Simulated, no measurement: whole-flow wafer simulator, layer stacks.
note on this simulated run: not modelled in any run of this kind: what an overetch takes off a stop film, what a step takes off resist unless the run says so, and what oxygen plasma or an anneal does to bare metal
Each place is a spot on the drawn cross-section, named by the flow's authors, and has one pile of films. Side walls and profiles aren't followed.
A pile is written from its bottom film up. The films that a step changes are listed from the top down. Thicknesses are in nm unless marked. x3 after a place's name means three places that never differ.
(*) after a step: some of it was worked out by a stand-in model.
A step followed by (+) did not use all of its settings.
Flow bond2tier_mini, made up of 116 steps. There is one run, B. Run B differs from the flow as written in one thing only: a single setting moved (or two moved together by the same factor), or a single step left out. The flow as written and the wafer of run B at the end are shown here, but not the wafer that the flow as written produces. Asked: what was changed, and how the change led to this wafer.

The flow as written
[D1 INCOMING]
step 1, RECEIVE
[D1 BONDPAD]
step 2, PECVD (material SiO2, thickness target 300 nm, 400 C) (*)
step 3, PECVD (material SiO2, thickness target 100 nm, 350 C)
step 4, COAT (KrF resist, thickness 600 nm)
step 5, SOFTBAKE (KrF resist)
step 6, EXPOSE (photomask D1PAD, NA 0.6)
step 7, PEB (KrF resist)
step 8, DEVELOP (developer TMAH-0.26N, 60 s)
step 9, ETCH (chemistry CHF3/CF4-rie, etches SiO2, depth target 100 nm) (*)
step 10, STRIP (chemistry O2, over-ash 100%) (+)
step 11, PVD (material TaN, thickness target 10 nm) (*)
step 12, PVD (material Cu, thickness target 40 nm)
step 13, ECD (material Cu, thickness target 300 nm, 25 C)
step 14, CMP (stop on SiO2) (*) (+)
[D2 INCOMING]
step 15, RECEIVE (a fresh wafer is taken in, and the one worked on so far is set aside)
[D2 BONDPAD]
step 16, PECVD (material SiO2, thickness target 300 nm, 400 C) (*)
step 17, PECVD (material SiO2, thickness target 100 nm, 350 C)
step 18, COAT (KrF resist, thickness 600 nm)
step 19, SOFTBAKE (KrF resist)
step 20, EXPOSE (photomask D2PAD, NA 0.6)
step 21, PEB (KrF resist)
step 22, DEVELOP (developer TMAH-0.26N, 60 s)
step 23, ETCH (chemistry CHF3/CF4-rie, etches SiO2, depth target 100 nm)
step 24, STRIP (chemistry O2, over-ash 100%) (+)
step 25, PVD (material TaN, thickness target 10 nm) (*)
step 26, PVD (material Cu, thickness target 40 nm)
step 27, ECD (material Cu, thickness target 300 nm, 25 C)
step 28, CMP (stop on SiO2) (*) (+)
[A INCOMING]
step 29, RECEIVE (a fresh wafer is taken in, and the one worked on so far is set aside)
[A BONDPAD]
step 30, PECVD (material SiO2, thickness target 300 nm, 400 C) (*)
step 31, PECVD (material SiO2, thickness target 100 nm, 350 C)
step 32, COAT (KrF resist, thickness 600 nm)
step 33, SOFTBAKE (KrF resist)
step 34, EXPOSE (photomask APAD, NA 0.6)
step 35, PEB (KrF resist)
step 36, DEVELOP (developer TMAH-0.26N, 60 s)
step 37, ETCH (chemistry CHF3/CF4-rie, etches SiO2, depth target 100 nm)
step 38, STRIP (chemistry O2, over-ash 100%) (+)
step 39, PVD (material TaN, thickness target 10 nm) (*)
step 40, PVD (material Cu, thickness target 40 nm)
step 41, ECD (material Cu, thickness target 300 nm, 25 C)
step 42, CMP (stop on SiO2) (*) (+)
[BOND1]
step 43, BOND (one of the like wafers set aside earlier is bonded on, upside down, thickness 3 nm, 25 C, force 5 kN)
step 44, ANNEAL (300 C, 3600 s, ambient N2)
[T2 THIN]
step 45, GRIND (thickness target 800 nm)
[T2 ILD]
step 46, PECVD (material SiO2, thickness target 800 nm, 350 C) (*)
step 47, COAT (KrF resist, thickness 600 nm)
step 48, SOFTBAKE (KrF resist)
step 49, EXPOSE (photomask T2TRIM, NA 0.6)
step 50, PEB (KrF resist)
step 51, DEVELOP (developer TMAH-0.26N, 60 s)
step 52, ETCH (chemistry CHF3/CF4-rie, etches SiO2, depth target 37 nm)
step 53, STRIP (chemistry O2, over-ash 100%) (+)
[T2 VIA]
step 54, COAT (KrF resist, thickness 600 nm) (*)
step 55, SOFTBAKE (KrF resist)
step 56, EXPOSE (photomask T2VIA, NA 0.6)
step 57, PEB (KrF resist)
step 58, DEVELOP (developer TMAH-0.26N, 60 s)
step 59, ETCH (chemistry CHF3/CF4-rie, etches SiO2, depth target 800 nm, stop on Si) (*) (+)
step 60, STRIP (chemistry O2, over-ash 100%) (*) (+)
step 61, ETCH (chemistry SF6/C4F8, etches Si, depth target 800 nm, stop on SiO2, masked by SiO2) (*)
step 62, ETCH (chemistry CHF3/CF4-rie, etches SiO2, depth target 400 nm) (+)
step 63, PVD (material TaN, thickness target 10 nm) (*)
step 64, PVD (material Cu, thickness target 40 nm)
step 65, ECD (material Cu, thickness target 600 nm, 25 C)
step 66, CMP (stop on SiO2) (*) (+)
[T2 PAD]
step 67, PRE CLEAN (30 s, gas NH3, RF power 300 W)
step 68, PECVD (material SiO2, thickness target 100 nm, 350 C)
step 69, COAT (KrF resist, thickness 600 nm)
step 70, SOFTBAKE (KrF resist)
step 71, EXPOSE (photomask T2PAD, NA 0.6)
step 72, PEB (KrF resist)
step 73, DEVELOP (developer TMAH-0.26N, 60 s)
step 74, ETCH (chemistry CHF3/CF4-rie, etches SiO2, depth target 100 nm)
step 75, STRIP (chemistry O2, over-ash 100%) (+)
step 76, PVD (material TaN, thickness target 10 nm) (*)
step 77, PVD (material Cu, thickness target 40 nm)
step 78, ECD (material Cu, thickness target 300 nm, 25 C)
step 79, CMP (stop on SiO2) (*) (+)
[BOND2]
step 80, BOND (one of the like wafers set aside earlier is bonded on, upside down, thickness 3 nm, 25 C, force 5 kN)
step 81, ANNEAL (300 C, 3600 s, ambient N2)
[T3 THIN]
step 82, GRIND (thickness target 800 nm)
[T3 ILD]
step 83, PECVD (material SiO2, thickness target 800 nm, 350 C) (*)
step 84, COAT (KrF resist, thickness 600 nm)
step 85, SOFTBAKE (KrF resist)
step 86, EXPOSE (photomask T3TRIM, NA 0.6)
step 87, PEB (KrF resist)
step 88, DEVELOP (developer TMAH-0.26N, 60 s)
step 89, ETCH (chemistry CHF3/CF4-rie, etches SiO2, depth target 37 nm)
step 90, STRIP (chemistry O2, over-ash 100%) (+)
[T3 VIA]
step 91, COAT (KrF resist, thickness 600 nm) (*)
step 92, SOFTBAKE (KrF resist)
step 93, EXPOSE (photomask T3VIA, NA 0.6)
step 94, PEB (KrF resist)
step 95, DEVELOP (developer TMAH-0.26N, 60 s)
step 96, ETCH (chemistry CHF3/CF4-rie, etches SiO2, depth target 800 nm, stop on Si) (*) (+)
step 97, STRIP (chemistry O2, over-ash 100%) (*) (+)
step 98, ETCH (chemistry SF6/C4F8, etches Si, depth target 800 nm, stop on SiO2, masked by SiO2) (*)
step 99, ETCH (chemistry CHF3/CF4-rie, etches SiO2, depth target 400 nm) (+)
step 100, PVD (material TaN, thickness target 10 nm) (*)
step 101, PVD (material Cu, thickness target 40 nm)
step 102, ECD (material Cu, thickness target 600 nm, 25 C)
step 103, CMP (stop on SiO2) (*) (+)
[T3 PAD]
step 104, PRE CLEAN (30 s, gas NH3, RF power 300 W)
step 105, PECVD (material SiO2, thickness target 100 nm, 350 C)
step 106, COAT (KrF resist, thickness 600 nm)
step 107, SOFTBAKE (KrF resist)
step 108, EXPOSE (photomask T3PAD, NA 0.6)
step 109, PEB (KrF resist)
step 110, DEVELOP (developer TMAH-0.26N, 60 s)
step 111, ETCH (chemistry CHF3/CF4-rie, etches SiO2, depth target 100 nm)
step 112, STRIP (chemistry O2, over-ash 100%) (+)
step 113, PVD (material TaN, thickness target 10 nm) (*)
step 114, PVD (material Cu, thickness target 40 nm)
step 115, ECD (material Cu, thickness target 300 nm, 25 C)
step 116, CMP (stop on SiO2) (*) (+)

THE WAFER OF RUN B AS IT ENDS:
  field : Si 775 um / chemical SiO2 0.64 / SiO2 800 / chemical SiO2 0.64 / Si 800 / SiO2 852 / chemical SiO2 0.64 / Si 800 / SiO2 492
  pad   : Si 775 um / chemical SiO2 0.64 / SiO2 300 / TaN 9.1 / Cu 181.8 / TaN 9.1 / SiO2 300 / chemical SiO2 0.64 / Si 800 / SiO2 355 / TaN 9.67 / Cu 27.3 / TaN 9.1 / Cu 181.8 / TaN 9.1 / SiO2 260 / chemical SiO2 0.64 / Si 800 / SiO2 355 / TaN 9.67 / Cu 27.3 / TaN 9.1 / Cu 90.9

The reason: step 17, PECVD: thickness target 60 nm was run, though the flow has thickness target 100 nm.

Step by step, how the change led to this:
  step 17, PECVD (material SiO2, thickness target 100 nm, 350 C)
      field, pad, via: +60 SiO2 (it would be, as written: +100 SiO2)
  step 80, BOND (one of the like wafers set aside earlier is bonded on, upside down, thickness 3 nm, 25 C, force 5 kN)
      field: +775 um Si (new film), +0.64 chemical SiO2 (new film), +360 SiO2 (it would be, as written: +775 um Si (new film), +0.64 chemical SiO2 (new film), +400 SiO2)
      pad: +775 um Si (new film), +0.64 chemical SiO2 (new film), +260 SiO2 (new film), +9.1 TaN (new film), +90.9 Cu (it would be, as written: +775 um Si (new film), +0.64 chemical SiO2 (new film), +300 SiO2 (new film), +9.1 TaN (new film), +90.9 Cu)
